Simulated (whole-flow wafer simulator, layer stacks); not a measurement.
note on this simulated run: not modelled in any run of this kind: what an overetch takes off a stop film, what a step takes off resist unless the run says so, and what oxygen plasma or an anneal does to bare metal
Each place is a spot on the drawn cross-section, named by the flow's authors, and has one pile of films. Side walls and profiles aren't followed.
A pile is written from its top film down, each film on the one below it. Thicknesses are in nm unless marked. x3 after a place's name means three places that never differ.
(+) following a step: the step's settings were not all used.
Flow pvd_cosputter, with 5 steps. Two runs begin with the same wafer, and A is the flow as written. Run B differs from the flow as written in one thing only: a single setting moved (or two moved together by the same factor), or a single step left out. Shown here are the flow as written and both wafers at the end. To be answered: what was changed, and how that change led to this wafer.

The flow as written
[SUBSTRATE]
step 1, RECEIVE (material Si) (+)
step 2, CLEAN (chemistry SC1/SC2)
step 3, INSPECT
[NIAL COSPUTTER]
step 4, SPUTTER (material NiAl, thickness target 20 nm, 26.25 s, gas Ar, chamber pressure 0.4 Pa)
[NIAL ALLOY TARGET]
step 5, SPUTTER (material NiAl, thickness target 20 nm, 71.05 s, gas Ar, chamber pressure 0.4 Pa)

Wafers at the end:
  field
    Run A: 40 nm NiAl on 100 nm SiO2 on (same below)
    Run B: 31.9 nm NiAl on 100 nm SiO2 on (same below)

What caused this: step 4, SPUTTER: thickness target 11.88 nm was run, while the flow as written has thickness target 20 nm; step 4, SPUTTER: 15.59 s was run, where the flow has 26.25 s.

Step by step, how the change led to this:
  step 4, SPUTTER (material NiAl, thickness target 20 nm, 26.25 s, gas Ar, chamber pressure 0.4 Pa)
      field: A +20 NiAl (new film) | B +11.9 NiAl (new film)
